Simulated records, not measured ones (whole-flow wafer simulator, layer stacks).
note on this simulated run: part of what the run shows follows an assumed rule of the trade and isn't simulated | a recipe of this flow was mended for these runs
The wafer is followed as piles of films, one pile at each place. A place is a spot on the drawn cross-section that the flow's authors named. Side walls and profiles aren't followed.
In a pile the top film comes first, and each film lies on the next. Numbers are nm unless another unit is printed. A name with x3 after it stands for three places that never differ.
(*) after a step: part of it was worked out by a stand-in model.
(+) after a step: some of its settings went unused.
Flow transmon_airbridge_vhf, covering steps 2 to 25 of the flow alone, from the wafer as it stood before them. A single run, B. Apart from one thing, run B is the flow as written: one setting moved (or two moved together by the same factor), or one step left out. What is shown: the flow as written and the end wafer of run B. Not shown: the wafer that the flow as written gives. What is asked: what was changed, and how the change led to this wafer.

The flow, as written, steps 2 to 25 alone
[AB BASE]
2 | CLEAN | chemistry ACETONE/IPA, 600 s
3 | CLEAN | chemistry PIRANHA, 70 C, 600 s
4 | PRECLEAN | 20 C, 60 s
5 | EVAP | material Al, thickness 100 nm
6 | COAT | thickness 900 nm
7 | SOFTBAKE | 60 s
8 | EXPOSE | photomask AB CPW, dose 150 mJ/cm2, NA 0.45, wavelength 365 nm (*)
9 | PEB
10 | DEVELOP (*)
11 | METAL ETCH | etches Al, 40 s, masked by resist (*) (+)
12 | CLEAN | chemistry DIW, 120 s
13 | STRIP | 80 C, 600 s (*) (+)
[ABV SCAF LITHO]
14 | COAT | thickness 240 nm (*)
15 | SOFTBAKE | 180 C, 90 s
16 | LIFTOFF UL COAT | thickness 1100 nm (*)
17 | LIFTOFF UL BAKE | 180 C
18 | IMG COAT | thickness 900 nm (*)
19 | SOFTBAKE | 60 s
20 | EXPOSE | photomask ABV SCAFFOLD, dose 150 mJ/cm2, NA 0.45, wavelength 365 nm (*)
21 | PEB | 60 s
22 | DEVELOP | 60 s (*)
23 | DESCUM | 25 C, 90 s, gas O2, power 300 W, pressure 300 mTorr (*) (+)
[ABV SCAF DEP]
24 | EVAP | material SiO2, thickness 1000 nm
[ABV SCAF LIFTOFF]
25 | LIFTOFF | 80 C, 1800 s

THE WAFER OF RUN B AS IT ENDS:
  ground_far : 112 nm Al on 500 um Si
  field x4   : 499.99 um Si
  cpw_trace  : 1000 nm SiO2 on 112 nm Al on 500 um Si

Cause: step 5, EVAP: thickness 112 nm was run, whereas the flow has thickness 100 nm; step 11, METAL ETCH: 45 s was run, where the flow has 40 s.
The wafer itself shows it: ground_far has Al 112, and step 5 as written asks for 100 nm.

How this came from the change, step by step:
  5 | EVAP | material Al, thickness 100 nm
      field x4, ground_far, pad_w x2, flank_w x2, gap_w x2, cpw_trace, trace_open_s x2, margin_s x3: Al gains 112 (new film) (it would be, as written: Al gains 100 (new film))
  11 | METAL ETCH | etches Al, 40 s, masked by resist (*) (+)
      ground_far, pad_w x2, flank_w x2, cpw_trace, trace_open_s x2, margin_s x3: i-line-resist loses 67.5 (it would be, as written: i-line-resist loses 60)
      field x4, gap_w x2: Al loses 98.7 (all of it), Si loses 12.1 (it would be, as written: Al loses 86.7 (all of it), Si loses 11.1)
